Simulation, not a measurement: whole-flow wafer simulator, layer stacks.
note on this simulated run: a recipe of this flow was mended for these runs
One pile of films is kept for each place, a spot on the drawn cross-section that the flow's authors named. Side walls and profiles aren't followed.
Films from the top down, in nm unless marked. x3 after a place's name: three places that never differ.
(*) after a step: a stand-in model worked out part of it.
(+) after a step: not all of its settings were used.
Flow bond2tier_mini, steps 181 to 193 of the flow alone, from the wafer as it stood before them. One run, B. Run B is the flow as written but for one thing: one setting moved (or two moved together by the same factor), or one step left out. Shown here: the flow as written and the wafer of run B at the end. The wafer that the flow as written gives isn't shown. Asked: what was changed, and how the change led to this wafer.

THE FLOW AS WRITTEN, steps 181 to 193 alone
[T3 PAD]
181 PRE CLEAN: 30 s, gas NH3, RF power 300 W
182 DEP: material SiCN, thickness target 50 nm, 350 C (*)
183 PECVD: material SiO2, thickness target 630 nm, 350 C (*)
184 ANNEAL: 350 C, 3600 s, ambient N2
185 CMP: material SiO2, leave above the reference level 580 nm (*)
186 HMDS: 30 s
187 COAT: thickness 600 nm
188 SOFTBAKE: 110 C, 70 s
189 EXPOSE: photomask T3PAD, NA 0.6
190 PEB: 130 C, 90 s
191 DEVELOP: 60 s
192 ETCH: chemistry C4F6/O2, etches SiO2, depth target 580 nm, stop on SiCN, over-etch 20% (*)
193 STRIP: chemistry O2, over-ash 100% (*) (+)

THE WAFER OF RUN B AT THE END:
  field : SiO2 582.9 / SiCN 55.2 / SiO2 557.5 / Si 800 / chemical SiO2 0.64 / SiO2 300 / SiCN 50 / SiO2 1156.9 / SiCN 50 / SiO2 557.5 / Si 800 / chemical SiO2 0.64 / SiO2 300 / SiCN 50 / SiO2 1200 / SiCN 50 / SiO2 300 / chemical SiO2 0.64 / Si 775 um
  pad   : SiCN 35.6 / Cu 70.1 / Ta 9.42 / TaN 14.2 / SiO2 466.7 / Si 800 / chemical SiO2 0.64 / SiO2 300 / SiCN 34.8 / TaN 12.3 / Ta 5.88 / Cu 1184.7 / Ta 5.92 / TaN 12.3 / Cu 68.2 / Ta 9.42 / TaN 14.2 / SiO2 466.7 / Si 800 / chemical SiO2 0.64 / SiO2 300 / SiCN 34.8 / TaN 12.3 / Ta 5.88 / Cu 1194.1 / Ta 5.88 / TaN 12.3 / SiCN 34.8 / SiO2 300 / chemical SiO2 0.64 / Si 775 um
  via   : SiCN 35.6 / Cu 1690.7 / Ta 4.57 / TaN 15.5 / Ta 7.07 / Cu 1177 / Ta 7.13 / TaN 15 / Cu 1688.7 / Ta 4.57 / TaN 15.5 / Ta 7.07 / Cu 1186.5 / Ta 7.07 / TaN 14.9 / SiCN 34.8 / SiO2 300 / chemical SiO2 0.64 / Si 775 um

The cause: step 182, DEP: thickness target 55.2 nm was run, where the flow has thickness target 50 nm.
It can be read off the wafer: field has SiCN 55.2, and step 182 as written asks for 50 nm.

How the change led to this, step by step:
  182 DEP: material SiCN, thickness target 50 nm, 350 C (*)
      field, pad, via: SiCN +55.2 (new film) (as written it would be: SiCN +50 (new film))
